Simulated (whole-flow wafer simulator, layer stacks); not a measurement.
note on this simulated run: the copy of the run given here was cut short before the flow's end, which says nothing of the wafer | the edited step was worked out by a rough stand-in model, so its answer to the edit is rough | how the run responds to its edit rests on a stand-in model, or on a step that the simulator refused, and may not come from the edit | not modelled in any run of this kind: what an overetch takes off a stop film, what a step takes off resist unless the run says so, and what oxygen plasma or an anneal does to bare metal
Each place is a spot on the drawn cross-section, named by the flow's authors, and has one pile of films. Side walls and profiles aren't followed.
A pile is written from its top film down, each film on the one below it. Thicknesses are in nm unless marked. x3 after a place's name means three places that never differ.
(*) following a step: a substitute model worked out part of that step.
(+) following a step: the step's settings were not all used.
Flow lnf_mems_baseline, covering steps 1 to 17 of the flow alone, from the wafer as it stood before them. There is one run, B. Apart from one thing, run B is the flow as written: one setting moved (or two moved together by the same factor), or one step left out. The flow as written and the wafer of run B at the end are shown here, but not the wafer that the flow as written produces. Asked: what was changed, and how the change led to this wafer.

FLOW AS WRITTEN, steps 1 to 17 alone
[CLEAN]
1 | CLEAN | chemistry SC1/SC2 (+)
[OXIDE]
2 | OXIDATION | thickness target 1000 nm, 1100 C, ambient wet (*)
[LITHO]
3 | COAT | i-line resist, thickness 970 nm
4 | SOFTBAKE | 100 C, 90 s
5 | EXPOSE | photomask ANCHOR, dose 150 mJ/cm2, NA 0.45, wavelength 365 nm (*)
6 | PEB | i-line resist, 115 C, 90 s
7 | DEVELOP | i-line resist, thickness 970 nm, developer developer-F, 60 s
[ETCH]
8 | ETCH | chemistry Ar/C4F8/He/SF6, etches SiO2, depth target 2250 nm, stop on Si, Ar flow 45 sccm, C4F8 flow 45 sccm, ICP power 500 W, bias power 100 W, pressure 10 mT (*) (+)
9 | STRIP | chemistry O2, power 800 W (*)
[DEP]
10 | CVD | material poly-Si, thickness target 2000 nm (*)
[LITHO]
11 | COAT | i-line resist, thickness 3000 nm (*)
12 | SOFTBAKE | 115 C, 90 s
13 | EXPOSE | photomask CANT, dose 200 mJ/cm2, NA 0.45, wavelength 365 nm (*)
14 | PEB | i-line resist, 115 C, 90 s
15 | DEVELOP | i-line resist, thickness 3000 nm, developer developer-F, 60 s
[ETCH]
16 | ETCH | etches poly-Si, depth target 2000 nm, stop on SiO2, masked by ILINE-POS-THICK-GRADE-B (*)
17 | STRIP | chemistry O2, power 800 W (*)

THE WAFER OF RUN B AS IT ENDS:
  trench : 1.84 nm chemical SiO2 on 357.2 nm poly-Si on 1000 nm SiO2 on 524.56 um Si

What caused this: step 16, ETCH: depth target 1642 nm was run, though the flow has depth target 2000 nm.

The path from the change to this, step by step:
  16 | ETCH | etches poly-Si, depth target 2000 nm, stop on SiO2, masked by ILINE-POS-THICK-GRADE-B (*)
      trench, char_slit: -1642 poly-Si (as written it would have been: -2000 poly-Si (all of it))
      field, anchor, beam: -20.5 i-line resist (as written it would have been: -25 i-line resist)
  17 | STRIP | chemistry O2, power 800 W (*)
      trench, char_slit: +1.84 chemical SiO2 (new film), -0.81 poly-Si (as written it would have been: nothing)
